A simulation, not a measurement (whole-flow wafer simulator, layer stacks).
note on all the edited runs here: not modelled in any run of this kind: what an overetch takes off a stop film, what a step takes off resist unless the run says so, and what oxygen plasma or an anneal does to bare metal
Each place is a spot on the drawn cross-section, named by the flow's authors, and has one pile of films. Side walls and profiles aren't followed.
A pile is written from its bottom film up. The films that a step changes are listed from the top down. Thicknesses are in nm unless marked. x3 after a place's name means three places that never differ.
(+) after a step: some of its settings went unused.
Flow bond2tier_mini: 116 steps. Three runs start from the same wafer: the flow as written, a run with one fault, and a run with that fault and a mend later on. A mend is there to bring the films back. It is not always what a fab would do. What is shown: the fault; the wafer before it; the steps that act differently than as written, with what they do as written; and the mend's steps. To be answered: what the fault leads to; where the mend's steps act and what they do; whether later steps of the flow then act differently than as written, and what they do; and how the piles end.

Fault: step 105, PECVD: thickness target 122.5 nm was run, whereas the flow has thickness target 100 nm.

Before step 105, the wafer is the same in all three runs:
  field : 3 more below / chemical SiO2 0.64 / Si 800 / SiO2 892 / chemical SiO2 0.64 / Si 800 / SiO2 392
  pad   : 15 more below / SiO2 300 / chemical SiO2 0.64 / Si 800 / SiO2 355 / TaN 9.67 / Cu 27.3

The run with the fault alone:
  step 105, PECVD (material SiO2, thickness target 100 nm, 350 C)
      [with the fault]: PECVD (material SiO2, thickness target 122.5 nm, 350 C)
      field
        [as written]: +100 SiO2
        [with the fault]: +122.5 SiO2
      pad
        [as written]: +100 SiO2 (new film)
        [with the fault]: +122.5 SiO2 (new film)
  Steps further on in the flow that do not act as written:
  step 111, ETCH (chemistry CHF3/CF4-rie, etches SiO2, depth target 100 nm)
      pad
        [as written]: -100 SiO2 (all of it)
        [with the fault]: -100 SiO2
  The piles end different from the flow's at field, pad by more than 2% or 0.5 nm, whichever is larger.
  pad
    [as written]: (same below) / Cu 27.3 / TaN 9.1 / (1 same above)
    [with the fault]: (same below) / Cu 27.3 / SiO2 22.5 / TaN 9.1 / (1 same above)
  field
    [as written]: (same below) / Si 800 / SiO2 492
    [with the fault]: (same below) / Si 800 / SiO2 514.5

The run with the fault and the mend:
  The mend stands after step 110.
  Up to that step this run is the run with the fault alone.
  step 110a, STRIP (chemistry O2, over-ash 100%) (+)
      field
        -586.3 KrF resist (all of it)
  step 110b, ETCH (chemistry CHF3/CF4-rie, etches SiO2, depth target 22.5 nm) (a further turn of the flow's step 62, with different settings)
      field, pad
        -22.5 SiO2
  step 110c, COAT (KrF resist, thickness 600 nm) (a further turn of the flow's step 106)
      field, pad
        +600 KrF resist (new film)
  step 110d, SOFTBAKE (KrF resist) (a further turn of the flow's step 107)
      does not change any film at any place that is followed
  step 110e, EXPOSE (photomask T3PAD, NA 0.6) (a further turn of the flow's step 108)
      does not change any film at any place that is followed
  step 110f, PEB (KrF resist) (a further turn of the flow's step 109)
      does not change any film at any place that is followed
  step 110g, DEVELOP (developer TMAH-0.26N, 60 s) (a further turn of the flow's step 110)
      field
        -13.7 KrF resist
      pad
        -600 KrF resist (all of it)
  Later steps of the flow that are run all act as written at every place that is followed.
  The piles end the same as the flow's at every place that both follow.
